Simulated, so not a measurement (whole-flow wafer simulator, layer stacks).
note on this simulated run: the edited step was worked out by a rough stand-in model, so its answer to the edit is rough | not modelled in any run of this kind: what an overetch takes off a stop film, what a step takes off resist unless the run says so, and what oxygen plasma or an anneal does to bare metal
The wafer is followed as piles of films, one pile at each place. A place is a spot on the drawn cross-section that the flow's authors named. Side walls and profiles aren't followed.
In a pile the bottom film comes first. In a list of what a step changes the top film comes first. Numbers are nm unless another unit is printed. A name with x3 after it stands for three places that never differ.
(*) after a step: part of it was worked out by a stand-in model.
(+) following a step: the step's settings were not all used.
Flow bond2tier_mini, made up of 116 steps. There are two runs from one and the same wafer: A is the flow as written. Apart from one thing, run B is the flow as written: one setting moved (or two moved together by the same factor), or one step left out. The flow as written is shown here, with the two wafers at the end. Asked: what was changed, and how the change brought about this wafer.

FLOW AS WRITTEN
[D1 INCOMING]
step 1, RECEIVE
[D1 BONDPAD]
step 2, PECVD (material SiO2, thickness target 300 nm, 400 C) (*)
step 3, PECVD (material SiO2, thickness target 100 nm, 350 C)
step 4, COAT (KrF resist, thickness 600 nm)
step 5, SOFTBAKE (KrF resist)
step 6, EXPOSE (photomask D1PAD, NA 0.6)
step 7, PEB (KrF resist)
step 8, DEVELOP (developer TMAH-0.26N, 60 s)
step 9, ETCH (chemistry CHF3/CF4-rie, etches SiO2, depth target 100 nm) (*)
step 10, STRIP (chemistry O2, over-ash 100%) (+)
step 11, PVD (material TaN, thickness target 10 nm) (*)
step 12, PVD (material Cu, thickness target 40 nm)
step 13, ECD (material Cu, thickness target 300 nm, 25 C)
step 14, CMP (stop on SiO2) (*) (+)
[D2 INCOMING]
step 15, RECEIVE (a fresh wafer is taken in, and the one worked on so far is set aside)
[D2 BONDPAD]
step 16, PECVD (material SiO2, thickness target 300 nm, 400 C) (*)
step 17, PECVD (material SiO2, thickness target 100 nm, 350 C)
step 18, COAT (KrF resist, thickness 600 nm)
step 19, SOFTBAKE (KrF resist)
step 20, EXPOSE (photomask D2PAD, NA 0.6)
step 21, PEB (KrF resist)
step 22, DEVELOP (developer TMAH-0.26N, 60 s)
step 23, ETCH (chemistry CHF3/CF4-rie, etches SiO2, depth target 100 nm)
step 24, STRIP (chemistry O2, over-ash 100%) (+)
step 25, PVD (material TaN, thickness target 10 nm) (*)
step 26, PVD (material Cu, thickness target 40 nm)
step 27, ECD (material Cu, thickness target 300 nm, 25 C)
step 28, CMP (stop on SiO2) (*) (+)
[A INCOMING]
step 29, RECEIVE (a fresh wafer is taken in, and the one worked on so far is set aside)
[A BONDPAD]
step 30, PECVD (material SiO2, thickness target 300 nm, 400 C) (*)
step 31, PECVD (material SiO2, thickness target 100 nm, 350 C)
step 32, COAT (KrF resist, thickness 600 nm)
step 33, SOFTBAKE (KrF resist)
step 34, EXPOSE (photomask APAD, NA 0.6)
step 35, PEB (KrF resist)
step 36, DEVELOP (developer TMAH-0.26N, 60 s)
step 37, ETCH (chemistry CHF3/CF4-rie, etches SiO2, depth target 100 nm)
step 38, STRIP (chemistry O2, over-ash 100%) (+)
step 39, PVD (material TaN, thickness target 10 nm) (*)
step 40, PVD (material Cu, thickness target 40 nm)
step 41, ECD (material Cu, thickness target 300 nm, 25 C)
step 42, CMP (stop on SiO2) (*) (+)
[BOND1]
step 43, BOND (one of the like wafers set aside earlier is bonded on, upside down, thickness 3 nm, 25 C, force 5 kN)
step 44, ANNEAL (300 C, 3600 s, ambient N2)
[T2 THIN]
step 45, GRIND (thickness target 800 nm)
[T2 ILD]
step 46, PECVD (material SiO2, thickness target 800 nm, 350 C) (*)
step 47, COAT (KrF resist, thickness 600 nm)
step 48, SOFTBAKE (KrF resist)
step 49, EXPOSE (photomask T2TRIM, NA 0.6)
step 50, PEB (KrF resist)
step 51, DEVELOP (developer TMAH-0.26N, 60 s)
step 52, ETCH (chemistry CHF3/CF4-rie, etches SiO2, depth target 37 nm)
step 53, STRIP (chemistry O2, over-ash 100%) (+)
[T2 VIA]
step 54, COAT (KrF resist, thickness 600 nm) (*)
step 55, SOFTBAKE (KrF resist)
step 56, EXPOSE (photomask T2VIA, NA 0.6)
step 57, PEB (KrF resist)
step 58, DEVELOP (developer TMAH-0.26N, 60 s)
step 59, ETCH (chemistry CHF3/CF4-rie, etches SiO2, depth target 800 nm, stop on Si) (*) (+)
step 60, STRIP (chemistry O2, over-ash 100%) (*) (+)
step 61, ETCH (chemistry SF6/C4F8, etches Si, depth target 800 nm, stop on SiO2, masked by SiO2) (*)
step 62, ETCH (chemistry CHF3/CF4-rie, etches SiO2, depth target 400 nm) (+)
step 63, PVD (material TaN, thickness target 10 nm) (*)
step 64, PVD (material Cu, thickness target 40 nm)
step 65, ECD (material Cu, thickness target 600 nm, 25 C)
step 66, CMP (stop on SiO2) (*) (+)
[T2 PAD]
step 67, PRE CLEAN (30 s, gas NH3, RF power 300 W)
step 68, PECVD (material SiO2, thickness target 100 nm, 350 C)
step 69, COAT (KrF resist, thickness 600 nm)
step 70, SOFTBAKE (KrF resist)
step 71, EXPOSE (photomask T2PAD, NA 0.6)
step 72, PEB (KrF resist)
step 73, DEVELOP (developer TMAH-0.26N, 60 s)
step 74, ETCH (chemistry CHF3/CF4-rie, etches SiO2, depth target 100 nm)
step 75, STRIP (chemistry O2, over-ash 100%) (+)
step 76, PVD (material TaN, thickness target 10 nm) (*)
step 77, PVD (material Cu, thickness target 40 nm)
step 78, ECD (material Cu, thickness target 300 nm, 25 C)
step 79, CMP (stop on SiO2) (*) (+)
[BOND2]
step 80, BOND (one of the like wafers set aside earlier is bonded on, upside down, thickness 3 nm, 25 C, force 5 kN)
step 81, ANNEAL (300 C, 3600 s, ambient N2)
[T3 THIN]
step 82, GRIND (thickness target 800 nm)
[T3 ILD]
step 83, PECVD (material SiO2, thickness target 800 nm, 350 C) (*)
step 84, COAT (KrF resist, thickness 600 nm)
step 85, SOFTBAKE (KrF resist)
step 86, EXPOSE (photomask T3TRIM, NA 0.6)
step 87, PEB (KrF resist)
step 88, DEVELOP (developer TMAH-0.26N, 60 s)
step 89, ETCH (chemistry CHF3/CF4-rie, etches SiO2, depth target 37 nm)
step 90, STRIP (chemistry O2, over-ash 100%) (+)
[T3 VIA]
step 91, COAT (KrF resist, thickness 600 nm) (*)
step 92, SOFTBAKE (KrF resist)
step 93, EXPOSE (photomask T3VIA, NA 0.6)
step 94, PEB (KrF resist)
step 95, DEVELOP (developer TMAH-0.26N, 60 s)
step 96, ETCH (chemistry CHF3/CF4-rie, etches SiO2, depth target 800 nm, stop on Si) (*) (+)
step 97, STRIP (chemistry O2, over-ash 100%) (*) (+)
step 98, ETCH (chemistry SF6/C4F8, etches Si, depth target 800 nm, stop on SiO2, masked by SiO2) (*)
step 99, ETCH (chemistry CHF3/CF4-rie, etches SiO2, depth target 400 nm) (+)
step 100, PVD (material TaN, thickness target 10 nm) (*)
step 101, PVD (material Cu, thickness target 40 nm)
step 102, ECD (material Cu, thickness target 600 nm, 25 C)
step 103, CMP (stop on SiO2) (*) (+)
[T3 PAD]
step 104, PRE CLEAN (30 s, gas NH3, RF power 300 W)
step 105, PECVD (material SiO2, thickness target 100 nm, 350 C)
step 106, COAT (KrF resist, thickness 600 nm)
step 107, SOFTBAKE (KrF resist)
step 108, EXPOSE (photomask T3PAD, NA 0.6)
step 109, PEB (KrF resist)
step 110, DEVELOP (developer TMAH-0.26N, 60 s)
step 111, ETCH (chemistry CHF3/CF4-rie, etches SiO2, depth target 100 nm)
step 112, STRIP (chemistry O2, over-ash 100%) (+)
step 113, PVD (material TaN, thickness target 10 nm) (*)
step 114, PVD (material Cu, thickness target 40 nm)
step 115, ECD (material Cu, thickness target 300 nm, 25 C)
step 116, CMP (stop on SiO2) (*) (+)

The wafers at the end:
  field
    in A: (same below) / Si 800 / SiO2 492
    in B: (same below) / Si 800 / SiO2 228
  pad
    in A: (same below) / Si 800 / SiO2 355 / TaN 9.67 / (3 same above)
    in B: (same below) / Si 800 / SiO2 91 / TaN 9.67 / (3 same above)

Cause: step 83, PECVD: thickness target 536 nm was run, though the flow has thickness target 800 nm.

How this came from the change, step by step:
  step 83, PECVD (material SiO2, thickness target 800 nm, 350 C) (*)
      field, pad: A +800 SiO2 (new film) | B +536 SiO2 (new film)
  step 96, ETCH (chemistry CHF3/CF4-rie, etches SiO2, depth target 800 nm, stop on Si) (*) (+)
      field, pad: A -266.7 KrF resist | B -249.5 KrF resist
  step 97, STRIP (chemistry O2, over-ash 100%) (*) (+)
      field: A -303.9 KrF resist (all of it) | B -321.1 KrF resist (all of it)
      pad: A -336 KrF resist (all of it) | B -353.1 KrF resist (all of it)
